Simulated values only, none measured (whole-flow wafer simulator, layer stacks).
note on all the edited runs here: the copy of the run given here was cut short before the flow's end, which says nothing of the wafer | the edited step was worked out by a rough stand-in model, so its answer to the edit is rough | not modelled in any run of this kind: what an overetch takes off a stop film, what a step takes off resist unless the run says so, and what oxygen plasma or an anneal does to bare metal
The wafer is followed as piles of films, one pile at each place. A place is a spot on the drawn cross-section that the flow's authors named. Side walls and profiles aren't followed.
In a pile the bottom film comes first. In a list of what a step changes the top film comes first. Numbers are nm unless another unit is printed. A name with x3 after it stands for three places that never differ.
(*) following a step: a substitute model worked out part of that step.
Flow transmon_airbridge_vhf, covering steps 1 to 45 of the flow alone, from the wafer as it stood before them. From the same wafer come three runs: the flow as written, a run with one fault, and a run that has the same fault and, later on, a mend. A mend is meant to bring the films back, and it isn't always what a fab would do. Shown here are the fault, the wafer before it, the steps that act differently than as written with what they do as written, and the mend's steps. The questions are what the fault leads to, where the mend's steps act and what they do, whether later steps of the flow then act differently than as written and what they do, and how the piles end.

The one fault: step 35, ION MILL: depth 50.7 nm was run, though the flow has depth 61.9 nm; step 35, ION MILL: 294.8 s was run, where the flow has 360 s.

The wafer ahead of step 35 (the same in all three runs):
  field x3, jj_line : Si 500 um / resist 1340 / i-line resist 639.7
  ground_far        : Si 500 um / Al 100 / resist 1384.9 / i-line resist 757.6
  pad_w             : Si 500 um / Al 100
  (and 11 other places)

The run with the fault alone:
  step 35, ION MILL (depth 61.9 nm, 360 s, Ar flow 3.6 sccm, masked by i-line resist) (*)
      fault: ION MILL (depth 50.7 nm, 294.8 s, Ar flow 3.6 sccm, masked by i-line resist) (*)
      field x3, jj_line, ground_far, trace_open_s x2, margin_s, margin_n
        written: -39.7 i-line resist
        fault: -32.5 i-line resist
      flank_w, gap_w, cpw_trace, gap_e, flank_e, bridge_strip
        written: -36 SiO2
        fault: -29.5 SiO2
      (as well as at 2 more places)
  Later steps of the flow acting differently than as written (not shown: 3 more steps that differ only slightly, by at most 2% or 0.5 nm, whichever is larger):
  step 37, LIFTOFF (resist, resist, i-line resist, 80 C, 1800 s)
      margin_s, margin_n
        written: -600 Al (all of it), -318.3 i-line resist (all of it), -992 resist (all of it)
        fault: -600 Al (all of it), -325.5 i-line resist (all of it), -992 resist (all of it)
  The piles end only slightly different from the flow's at the places that both follow, by no more than 2% or 0.5 nm, whichever is larger.

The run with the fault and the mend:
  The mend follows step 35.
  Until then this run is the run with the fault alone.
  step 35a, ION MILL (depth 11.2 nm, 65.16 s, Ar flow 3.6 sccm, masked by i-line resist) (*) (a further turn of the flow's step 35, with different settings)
      field x3, jj_line, ground_far, trace_open_s x2, margin_s, margin_n
        -7.19 i-line resist
      flank_w, gap_w, cpw_trace, gap_e, flank_e, bridge_strip
        -6.51 SiO2
      pad_w, pad_e
        -11.2 Al
  None of the later steps of the flow acts differently than as written at any place that is followed.
  The piles end only slightly different from the flow's at the places that both follow, by no more than 2% or 0.5 nm, whichever is larger.
